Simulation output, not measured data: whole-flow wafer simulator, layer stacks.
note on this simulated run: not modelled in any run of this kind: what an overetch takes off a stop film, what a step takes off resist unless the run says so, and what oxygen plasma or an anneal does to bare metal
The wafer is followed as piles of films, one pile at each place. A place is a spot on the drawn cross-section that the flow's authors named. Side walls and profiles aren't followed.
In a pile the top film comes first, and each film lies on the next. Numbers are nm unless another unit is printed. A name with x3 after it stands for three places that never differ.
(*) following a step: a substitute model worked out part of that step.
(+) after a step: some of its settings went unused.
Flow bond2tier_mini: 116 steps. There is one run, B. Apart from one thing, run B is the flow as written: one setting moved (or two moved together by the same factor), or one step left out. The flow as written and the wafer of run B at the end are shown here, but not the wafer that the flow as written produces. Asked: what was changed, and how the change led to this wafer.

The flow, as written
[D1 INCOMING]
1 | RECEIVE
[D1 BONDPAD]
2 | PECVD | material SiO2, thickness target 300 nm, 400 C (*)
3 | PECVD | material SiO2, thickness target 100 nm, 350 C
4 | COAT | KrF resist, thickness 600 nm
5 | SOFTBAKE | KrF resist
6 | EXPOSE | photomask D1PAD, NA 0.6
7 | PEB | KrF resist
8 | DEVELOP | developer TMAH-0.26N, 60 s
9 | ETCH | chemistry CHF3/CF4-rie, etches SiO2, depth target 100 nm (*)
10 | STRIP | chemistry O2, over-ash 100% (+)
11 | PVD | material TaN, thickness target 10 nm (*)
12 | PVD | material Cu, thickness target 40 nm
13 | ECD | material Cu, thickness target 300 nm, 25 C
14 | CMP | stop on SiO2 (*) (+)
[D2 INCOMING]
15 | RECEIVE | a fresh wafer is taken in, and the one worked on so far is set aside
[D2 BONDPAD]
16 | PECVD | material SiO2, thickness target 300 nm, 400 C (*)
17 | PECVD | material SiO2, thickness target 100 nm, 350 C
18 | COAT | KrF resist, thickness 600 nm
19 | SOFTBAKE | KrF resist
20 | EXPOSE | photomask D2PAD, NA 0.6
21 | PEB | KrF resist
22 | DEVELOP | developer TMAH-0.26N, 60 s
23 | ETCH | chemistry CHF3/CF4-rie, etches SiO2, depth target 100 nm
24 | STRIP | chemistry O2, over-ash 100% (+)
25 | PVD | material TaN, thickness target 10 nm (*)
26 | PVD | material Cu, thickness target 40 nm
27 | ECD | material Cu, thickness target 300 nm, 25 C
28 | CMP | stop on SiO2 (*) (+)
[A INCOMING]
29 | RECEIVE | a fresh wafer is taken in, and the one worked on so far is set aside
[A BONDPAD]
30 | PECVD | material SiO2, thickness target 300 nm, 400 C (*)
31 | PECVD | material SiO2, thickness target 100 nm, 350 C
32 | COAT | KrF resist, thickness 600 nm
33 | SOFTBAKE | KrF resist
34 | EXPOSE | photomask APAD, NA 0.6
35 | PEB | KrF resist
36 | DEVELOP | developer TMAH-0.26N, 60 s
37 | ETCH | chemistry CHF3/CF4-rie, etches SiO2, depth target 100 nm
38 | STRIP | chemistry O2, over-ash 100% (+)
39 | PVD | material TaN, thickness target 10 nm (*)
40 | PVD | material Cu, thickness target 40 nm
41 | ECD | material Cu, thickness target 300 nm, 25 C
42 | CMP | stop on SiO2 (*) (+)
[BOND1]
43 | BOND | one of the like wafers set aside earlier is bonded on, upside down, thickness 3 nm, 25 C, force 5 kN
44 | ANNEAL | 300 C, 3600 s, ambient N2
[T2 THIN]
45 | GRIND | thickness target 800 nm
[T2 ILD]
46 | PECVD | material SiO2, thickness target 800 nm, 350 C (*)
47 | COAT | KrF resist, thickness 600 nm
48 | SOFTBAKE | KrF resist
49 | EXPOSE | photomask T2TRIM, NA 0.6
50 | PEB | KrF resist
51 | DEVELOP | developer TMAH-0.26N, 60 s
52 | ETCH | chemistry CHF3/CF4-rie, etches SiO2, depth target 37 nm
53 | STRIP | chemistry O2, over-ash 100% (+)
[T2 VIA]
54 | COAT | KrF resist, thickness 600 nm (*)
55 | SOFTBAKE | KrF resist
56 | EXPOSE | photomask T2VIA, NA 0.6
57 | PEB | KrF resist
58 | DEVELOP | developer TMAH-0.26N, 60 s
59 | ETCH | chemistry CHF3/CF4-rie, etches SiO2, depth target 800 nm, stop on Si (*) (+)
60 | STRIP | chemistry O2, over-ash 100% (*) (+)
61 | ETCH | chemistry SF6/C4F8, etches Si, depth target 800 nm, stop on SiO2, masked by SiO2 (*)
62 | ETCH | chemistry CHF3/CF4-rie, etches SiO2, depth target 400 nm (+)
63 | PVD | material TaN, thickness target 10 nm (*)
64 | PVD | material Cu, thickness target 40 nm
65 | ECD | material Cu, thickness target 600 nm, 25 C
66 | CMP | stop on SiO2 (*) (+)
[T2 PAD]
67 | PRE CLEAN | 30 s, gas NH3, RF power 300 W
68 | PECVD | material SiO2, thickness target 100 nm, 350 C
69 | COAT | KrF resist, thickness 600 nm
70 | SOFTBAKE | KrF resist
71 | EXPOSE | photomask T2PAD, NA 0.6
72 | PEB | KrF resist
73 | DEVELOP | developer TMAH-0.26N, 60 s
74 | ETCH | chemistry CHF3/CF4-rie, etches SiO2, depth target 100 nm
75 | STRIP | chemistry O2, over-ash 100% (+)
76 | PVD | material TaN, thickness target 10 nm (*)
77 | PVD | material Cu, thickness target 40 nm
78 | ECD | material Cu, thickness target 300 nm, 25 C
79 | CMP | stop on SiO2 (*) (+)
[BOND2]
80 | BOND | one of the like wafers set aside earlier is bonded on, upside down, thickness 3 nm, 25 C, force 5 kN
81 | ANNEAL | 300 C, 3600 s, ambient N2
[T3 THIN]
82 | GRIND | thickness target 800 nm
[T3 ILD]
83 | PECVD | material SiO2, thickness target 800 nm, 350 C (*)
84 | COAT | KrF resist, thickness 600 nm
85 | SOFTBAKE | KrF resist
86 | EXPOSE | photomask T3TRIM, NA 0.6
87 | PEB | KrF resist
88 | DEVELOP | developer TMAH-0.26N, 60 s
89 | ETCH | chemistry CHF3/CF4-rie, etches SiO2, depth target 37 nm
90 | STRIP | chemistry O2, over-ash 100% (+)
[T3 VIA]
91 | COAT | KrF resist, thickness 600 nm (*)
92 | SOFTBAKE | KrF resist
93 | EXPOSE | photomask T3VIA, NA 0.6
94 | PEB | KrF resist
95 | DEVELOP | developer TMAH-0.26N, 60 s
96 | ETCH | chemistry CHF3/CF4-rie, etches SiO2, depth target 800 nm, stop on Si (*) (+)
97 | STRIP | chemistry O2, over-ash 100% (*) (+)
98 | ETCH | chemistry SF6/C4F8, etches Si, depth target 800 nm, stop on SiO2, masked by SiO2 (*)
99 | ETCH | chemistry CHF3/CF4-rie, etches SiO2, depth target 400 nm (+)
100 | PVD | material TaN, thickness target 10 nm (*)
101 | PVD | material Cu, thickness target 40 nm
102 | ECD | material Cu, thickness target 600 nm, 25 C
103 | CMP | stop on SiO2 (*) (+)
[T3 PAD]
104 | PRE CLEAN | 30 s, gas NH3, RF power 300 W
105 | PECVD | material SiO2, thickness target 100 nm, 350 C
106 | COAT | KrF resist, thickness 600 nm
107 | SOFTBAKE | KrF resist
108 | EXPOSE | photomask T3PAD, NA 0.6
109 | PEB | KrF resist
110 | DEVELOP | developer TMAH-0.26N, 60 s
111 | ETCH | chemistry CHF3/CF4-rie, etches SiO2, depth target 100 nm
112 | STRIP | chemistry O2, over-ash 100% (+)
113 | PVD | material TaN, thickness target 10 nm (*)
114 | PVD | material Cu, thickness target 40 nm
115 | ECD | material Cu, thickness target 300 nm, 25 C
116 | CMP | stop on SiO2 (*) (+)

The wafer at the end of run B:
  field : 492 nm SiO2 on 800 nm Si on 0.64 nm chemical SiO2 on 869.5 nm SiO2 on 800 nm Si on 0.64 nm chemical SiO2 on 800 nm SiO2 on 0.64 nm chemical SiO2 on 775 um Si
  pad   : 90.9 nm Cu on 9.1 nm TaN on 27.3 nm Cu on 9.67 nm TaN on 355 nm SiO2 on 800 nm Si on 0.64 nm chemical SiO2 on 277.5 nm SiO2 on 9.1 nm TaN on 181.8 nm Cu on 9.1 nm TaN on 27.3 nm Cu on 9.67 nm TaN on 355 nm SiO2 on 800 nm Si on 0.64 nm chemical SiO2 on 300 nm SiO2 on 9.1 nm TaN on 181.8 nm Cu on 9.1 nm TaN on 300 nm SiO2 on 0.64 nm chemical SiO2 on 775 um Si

What caused this: step 17, PECVD: thickness target 77.5 nm was run, though the flow has thickness target 100 nm.

The path from the change to this, step by step:
  17 | PECVD | material SiO2, thickness target 100 nm, 350 C
      field, pad, via: SiO2 gains 77.5 (in the flow as written it would be: SiO2 gains 100)
  80 | BOND | one of the like wafers set aside earlier is bonded on, upside down, thickness 3 nm, 25 C, force 5 kN
      field: Si gains 775 um (new film), chemical SiO2 gains 0.64 (new film), SiO2 gains 377.5 (in the flow as written it would be: Si gains 775 um (new film), chemical SiO2 gains 0.64 (new film), SiO2 gains 400)
      pad: Si gains 775 um (new film), chemical SiO2 gains 0.64 (new film), SiO2 gains 277.5 (new film), TaN gains 9.1 (new film), Cu gains 90.9 (in the flow as written it would be: Si gains 775 um (new film), chemical SiO2 gains 0.64 (new film), SiO2 gains 300 (new film), TaN gains 9.1 (new film), Cu gains 90.9)
